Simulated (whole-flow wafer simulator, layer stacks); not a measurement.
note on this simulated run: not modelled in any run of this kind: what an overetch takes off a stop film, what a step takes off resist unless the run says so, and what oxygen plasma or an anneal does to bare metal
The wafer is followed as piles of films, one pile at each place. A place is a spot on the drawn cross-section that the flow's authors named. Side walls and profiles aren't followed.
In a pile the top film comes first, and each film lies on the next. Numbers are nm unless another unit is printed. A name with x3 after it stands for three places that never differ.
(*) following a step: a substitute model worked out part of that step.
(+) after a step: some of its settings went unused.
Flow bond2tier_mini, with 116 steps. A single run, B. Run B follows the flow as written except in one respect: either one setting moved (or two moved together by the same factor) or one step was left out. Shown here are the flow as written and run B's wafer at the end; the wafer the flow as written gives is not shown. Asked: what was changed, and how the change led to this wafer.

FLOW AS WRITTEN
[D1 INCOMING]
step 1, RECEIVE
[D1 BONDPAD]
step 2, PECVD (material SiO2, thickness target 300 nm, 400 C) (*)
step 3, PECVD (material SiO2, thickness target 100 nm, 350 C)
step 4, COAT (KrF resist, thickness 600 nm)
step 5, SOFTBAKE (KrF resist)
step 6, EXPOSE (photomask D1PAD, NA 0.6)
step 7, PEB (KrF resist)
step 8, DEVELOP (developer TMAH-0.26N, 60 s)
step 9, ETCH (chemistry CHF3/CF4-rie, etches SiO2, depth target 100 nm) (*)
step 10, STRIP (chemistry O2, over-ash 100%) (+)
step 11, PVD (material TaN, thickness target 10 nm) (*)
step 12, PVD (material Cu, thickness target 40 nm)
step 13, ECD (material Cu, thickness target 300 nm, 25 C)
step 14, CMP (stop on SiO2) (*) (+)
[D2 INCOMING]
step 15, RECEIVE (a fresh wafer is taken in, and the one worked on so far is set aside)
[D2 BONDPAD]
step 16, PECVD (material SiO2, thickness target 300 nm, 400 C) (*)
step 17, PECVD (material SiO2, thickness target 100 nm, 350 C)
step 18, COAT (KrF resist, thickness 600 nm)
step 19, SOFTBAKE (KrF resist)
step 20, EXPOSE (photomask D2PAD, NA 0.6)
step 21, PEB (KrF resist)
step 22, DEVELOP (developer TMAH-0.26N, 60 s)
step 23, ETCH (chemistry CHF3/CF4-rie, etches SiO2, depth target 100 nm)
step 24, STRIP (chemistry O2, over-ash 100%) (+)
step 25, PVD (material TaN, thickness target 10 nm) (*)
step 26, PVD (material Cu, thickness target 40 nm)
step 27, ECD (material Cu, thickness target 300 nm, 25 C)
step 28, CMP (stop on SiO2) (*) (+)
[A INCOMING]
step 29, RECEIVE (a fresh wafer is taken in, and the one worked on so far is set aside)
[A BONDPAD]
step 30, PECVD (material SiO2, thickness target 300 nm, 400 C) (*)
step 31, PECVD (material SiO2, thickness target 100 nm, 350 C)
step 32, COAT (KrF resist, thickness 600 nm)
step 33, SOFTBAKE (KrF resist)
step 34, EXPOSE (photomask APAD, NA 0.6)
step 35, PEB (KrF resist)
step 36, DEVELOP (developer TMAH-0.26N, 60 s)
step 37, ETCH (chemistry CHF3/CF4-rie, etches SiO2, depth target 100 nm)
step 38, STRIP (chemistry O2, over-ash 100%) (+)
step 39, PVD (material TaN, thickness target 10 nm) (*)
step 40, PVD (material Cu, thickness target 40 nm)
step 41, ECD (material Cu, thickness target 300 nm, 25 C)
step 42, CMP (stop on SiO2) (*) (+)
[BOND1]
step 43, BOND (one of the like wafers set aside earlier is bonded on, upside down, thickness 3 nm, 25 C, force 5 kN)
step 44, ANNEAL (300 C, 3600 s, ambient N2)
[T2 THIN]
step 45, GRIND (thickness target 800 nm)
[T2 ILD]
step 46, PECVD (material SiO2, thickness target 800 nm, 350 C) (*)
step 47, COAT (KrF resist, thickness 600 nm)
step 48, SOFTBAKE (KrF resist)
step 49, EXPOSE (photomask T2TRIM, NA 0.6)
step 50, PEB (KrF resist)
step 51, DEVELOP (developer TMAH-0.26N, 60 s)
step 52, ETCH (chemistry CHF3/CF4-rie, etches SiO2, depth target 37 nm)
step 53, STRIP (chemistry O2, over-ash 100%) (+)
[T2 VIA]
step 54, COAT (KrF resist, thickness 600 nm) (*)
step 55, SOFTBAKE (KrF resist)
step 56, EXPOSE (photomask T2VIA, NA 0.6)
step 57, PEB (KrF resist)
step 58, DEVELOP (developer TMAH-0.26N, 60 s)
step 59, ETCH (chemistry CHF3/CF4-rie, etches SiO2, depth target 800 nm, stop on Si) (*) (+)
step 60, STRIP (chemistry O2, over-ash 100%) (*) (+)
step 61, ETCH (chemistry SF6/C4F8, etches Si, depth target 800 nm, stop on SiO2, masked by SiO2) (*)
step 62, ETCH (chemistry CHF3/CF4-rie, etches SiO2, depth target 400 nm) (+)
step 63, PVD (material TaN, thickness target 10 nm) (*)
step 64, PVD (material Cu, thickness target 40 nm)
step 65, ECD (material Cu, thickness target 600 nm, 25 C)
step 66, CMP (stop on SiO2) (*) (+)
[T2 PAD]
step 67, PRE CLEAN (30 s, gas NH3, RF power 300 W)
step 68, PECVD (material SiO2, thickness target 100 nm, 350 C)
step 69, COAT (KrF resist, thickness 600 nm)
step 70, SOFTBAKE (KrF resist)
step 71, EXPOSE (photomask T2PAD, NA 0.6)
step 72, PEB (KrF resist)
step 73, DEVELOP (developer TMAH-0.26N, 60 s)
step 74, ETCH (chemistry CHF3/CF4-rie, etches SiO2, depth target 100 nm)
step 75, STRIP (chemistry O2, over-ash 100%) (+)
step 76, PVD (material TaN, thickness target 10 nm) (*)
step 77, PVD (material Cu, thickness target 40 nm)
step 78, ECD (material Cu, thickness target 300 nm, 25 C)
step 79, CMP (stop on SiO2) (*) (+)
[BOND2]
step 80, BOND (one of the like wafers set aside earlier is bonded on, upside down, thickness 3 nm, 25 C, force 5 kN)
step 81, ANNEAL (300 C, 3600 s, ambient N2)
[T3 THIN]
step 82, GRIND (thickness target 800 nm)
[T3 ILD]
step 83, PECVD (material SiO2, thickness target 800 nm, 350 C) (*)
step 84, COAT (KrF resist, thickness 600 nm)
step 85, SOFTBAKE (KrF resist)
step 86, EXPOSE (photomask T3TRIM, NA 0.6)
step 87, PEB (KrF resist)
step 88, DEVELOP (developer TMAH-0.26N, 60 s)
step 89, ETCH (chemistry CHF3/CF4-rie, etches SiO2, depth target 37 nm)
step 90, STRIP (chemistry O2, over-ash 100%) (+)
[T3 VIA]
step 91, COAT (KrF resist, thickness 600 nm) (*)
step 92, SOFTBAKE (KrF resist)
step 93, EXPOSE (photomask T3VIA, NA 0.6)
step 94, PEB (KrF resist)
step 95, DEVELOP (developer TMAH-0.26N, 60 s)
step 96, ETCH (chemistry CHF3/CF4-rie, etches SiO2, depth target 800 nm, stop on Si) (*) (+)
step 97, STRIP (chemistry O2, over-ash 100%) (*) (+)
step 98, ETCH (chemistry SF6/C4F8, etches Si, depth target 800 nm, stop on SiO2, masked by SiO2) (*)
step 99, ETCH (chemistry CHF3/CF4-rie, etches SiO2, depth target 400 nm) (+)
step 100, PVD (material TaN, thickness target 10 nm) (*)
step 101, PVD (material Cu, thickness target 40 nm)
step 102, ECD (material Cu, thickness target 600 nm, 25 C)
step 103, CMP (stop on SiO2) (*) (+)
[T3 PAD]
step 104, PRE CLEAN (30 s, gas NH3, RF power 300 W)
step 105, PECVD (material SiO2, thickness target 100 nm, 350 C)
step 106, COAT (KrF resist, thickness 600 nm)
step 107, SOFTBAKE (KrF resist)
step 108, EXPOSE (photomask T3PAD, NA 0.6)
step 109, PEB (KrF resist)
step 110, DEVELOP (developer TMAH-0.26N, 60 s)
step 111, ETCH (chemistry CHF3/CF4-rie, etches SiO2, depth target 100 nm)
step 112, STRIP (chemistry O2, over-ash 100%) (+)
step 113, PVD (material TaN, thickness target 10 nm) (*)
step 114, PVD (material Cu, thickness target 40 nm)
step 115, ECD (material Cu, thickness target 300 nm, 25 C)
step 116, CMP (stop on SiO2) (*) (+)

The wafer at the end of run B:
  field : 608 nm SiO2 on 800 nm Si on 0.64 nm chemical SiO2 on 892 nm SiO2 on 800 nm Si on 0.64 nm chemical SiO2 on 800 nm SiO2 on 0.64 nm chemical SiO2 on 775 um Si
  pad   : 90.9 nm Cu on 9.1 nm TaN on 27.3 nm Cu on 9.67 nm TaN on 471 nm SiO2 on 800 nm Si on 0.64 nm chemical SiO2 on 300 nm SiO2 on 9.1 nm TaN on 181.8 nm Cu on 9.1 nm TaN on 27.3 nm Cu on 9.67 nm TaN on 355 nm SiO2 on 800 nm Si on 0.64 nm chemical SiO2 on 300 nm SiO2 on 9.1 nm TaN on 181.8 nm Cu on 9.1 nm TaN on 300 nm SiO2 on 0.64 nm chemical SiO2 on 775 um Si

Cause: step 99, ETCH: depth target 284 nm was run, while the flow as written has depth target 400 nm.

Step by step, how the change led to this:
  step 99, ETCH (chemistry CHF3/CF4-rie, etches SiO2, depth target 400 nm) (+)
      field, pad: SiO2 loses 284 (it would be, as written: SiO2 loses 400)
